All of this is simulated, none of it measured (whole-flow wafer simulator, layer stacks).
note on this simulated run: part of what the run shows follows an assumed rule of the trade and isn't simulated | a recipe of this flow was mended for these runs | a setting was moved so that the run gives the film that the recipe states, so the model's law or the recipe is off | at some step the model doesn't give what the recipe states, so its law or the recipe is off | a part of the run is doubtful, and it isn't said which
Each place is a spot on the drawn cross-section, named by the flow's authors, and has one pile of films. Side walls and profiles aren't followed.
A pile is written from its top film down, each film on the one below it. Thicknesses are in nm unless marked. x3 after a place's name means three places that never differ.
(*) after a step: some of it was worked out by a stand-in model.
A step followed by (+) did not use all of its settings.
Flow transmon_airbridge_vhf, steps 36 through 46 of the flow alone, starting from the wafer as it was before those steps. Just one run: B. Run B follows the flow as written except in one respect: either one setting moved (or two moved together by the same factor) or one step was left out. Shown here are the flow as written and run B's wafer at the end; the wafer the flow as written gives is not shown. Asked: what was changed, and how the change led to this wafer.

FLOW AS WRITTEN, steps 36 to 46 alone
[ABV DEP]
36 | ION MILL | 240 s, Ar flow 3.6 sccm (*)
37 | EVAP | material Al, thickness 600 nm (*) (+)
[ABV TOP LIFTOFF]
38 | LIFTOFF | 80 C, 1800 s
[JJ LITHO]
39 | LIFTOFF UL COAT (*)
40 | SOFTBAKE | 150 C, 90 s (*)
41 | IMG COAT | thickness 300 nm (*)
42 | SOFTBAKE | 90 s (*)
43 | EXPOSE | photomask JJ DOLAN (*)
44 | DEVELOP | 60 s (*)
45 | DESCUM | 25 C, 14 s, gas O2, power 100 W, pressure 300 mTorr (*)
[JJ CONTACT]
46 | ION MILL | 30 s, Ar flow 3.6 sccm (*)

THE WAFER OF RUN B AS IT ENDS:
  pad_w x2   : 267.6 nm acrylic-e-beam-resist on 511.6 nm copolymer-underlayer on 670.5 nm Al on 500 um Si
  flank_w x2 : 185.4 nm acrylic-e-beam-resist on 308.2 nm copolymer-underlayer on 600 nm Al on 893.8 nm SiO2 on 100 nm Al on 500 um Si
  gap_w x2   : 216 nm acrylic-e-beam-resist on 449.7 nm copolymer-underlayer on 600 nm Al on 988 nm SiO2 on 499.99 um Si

Cause: step 36, ION MILL: 120 s was run, whereas the flow has 240 s.

The path from the change to this, step by step:
  36 | ION MILL | 240 s, Ar flow 3.6 sccm (*)
      field x3, jj_line, ground_far, trace_open_s x2, margin_s, margin_n: i-line-resist loses 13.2 (as written it would have been: i-line-resist loses 26.5)
      flank_w x2, gap_w x2, cpw_trace, bridge_strip: SiO2 loses 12 (as written it would have been: SiO2 loses 24)
      (and at 2 other places as well)
  38 | LIFTOFF | 80 C, 1800 s
      margin_s, margin_n: Al loses 600 (all of it), i-line-resist loses 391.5 (all of it), lift-off-underlayer loses 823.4 (all of it), acrylic-e-beam-resist loses 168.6 (all of it) (as written it would have been: Al loses 600 (all of it), i-line-resist loses 378.2 (all of it), lift-off-underlayer loses 823.4 (all of it), acrylic-e-beam-resist loses 168.6 (all of it))
